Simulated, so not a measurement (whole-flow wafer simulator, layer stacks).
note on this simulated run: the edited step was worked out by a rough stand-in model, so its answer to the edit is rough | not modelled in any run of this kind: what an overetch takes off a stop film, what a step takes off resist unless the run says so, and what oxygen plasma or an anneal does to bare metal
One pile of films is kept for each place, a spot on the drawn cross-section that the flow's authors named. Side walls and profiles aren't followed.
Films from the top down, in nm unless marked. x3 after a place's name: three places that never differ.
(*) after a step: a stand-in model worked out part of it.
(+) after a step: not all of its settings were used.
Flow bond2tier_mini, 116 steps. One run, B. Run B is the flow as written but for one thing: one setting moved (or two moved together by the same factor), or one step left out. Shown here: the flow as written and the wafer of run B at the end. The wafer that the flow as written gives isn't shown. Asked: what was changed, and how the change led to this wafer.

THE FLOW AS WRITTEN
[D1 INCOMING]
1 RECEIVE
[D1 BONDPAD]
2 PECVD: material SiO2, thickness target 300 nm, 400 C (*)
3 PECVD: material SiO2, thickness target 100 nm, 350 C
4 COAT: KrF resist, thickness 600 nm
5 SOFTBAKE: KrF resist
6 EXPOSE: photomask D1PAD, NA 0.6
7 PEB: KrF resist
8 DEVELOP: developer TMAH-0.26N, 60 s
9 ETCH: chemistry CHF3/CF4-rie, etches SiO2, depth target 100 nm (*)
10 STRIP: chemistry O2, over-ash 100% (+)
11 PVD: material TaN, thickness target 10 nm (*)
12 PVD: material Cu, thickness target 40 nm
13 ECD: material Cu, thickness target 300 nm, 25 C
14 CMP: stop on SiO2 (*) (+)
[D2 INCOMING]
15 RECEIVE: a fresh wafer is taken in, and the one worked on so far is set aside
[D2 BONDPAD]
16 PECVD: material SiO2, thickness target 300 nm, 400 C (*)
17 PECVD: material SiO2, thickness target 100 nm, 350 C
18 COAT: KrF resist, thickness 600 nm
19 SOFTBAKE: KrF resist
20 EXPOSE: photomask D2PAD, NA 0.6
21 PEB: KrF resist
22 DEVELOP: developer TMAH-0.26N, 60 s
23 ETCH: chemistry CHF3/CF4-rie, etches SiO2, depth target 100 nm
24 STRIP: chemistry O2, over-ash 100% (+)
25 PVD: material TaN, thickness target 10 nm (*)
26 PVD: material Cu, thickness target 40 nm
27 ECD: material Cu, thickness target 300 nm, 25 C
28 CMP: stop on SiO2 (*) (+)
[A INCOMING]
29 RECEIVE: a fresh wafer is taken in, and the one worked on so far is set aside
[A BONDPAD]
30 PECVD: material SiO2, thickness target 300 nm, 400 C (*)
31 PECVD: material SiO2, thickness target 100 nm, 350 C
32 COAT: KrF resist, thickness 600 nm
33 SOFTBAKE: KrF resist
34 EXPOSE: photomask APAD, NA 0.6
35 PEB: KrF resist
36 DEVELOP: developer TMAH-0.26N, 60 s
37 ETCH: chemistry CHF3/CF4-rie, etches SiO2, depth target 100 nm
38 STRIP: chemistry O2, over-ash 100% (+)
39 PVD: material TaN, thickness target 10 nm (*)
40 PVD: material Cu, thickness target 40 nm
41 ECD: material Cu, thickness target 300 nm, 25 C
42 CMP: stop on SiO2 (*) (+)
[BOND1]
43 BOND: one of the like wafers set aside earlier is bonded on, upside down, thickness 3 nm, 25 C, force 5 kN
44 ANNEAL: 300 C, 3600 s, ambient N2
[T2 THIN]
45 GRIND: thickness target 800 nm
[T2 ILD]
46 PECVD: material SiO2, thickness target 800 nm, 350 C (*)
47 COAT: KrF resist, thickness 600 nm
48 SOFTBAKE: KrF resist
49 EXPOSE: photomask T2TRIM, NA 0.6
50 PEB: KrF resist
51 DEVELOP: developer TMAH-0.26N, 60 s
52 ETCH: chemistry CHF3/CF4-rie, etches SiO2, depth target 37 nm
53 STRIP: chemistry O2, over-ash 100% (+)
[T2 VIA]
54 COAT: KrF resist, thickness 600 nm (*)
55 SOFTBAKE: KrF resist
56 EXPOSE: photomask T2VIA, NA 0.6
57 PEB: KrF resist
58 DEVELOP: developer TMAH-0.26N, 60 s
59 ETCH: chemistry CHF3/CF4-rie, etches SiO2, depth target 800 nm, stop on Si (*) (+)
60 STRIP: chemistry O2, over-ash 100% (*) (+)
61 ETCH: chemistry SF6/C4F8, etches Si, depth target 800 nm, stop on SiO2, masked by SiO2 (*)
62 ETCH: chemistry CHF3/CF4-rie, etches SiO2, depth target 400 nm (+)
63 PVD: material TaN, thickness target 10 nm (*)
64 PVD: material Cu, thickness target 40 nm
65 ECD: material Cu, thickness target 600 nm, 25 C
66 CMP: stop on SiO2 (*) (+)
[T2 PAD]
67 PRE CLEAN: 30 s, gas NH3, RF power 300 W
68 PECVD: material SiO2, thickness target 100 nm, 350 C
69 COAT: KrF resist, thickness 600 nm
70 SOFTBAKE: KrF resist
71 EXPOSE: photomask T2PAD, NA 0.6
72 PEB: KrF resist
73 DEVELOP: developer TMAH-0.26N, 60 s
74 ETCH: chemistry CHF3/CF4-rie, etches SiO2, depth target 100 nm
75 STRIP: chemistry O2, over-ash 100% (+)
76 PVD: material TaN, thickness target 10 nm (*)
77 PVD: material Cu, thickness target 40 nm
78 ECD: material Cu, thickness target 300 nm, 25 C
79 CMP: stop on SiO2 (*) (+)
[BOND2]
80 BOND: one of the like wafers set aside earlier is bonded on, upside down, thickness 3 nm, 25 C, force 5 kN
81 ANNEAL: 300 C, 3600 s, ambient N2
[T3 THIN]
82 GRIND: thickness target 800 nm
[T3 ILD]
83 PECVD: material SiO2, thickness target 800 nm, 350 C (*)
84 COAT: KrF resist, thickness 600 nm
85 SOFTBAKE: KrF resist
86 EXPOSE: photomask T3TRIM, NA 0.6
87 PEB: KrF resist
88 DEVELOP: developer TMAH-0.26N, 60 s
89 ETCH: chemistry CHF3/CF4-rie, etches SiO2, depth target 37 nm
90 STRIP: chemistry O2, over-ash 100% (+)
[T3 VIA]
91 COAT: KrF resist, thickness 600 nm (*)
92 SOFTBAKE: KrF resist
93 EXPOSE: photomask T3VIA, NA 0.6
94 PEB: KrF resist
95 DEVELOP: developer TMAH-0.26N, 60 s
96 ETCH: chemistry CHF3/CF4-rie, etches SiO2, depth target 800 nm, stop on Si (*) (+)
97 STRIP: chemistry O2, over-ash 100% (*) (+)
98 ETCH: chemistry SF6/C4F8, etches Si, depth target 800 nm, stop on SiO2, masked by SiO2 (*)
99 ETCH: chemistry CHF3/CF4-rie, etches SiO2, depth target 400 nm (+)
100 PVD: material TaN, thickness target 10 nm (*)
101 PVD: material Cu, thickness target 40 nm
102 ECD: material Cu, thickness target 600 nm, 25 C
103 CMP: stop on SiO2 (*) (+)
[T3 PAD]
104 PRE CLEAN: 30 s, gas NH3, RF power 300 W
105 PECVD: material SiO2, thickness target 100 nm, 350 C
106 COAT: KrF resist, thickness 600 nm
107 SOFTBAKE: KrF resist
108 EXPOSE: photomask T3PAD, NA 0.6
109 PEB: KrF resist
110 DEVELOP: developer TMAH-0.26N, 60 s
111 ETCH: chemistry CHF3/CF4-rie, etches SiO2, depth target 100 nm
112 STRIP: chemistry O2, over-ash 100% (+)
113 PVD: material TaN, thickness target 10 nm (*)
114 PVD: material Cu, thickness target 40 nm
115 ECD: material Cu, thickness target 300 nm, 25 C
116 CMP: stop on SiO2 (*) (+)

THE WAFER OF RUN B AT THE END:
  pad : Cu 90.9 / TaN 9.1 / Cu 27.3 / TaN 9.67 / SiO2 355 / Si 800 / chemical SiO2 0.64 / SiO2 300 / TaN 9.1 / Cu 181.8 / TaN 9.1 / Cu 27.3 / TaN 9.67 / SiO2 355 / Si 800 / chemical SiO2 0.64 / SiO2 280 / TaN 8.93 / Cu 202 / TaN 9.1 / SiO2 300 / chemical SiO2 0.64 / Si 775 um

The cause: step 9, ETCH: depth target 120 nm was run, where the flow has depth target 100 nm.

How the change led to this, step by step:
  9 ETCH: chemistry CHF3/CF4-rie, etches SiO2, depth target 100 nm (*)
      pad, via: SiO2 -120 (as written it would be: SiO2 -100)
      field: KrF resist -40 (as written it would be: KrF resist -33.3)
  13 ECD: material Cu, thickness target 300 nm, 25 C
      pad: Cu +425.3 (as written it would be: Cu +404.5)
      via: Cu +420.3 (as written it would be: Cu +400.2)
  43 BOND: one of the like wafers set aside earlier is bonded on, upside down, thickness 3 nm, 25 C, force 5 kN
      pad: Si +775 um (new film), chemical SiO2 +0.64 (new film), SiO2 +280 (new film), TaN +8.93 (new film), Cu +111.1 (as written it would be: Si +775 um (new film), chemical SiO2 +0.64 (new film), SiO2 +300 (new film), TaN +9.1 (new film), Cu +90.9)
      via: Si +775 um (new film), chemical SiO2 +0.64 (new film), SiO2 +280 (new film), TaN +9.95 (new film), Cu +110 (as written it would be: Si +775 um (new film), chemical SiO2 +0.64 (new film), SiO2 +300 (new film), TaN +9.97 (new film), Cu +90)
